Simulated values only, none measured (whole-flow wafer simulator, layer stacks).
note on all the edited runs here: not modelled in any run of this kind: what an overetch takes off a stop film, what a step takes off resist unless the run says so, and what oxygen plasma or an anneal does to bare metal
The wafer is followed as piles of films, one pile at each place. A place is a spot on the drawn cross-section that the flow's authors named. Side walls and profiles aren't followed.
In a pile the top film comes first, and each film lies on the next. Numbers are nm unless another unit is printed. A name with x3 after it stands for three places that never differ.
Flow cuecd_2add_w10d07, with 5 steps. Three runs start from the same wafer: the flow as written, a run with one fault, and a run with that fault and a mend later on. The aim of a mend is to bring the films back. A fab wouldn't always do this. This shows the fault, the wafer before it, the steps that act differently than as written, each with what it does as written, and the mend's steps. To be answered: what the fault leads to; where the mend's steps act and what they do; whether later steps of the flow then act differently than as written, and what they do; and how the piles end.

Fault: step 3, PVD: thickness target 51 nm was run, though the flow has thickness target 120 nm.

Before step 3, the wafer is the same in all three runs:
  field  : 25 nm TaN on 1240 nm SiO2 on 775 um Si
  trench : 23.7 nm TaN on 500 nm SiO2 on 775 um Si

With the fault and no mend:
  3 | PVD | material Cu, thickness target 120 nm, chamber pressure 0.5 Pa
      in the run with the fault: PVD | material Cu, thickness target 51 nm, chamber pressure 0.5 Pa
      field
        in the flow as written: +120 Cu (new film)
        in the run with the fault: +51 Cu (new film)
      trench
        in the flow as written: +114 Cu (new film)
        in the run with the fault: +48.4 Cu (new film)
  None of the later steps of the flow acts differently than as written at any place that is followed.
  At field, trench, the piles at the end differ from the flow's by more than 2% or 0.5 nm, whichever is larger.
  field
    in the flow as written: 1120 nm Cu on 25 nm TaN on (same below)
    in the run with the fault: 1051 nm Cu on 25 nm TaN on (same below)
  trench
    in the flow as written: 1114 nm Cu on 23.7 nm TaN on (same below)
    in the run with the fault: 1048.4 nm Cu on 23.7 nm TaN on (same below)

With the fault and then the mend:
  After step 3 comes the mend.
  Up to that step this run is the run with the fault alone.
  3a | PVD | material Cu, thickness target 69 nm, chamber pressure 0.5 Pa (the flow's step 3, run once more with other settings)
      field
        +69 Cu
      trench
        +65.4 Cu
  None of the later steps of the flow acts differently than as written at any place that is followed.
  The piles end only slightly different from the flow's at the places that both follow, by no more than 2% or 0.5 nm, whichever is larger.
